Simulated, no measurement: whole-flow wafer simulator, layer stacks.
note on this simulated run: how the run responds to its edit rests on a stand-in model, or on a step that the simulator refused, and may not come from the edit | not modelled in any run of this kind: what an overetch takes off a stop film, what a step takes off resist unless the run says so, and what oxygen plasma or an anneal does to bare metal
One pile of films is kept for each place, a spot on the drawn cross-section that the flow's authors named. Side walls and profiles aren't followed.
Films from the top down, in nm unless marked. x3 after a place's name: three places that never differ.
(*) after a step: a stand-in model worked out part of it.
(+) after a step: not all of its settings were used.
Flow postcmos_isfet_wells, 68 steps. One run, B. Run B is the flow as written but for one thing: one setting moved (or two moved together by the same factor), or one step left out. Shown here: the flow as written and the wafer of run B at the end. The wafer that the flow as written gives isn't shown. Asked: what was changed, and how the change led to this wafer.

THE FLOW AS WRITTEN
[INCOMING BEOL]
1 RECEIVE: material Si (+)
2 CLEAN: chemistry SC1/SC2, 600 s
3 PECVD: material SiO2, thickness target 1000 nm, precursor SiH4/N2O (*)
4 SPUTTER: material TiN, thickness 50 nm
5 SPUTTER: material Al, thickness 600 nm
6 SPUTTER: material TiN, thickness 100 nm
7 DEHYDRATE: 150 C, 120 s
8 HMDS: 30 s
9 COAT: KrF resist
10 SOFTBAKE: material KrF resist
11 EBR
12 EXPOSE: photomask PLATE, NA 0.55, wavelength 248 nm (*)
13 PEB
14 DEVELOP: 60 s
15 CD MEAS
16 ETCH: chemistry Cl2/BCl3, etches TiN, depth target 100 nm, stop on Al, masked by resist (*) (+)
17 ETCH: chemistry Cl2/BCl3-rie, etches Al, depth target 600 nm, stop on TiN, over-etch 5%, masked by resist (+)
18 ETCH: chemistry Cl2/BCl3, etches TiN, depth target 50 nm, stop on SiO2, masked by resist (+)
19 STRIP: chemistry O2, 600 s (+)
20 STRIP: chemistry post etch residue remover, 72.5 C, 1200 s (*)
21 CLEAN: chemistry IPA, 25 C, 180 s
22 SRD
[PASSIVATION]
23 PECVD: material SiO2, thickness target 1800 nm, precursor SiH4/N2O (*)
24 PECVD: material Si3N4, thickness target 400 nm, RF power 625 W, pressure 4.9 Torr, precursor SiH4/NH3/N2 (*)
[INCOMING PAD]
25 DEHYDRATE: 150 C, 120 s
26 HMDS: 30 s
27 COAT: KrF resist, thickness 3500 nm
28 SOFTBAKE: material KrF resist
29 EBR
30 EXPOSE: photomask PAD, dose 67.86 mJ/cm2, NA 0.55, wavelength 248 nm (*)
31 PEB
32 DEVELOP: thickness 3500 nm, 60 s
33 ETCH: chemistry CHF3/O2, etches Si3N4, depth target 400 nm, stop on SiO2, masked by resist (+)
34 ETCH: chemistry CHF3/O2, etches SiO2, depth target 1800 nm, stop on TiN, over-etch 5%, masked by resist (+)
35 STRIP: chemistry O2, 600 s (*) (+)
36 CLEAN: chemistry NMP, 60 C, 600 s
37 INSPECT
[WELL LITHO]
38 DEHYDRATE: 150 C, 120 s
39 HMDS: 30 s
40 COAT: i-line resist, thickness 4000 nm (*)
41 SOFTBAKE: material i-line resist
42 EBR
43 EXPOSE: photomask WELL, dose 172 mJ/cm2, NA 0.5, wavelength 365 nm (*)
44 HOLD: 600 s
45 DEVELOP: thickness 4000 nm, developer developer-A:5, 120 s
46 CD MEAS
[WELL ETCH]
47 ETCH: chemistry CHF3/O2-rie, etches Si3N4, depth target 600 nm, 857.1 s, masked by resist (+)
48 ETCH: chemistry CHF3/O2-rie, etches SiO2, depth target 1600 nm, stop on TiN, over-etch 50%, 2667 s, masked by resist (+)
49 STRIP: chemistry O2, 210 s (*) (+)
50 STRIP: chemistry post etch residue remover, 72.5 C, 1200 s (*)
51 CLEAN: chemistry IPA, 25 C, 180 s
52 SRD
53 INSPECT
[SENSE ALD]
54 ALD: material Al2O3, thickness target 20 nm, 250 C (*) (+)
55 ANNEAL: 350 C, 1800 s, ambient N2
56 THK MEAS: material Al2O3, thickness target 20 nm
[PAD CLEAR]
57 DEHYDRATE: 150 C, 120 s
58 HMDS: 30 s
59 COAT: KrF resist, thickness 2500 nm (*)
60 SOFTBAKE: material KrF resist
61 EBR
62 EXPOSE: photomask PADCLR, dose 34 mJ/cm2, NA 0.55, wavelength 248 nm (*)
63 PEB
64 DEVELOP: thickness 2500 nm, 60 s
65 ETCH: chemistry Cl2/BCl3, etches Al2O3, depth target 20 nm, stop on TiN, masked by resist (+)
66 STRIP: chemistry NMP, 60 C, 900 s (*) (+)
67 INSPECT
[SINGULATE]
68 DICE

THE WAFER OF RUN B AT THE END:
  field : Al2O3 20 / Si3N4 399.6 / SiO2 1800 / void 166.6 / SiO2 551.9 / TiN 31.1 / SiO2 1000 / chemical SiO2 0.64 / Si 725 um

The cause: step 17, ETCH: depth target 525 nm was run, where the flow has depth target 600 nm.

How the change led to this, step by step:
  17 ETCH: chemistry Cl2/BCl3-rie, etches Al, depth target 600 nm, stop on TiN, over-etch 5%, masked by resist (+)
      field: Al -525 (as written it would be: Al -600 (all of it))
      margin, well900, well1300 x3, pad_rim, pad_clr, pad_open: KrF resist -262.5 (as written it would be: KrF resist -300)
  18 ETCH: chemistry Cl2/BCl3, etches TiN, depth target 50 nm, stop on SiO2, masked by resist (+)
      field: Al -75 (all of it), TiN -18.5 (as written it would be: TiN -50 (all of it))
  19 STRIP: chemistry O2, 600 s (+)
      margin, well900, well1300 x3, pad_rim, pad_clr, pad_open: KrF resist -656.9 (all of it) (as written it would be: KrF resist -619.4 (all of it))
  23 PECVD: material SiO2, thickness target 1800 nm, precursor SiH4/N2O (*)
      field: SiO2 +1800 (new film), void +166.6 (new film), SiO2 +551.9 (new film) (as written it would be: SiO2 +1800 (new film), void +189.9 (new film), SiO2 +559.7)
Counting metal films that touch as one body, field has 1 body; the flow as written gives 0 bodies.
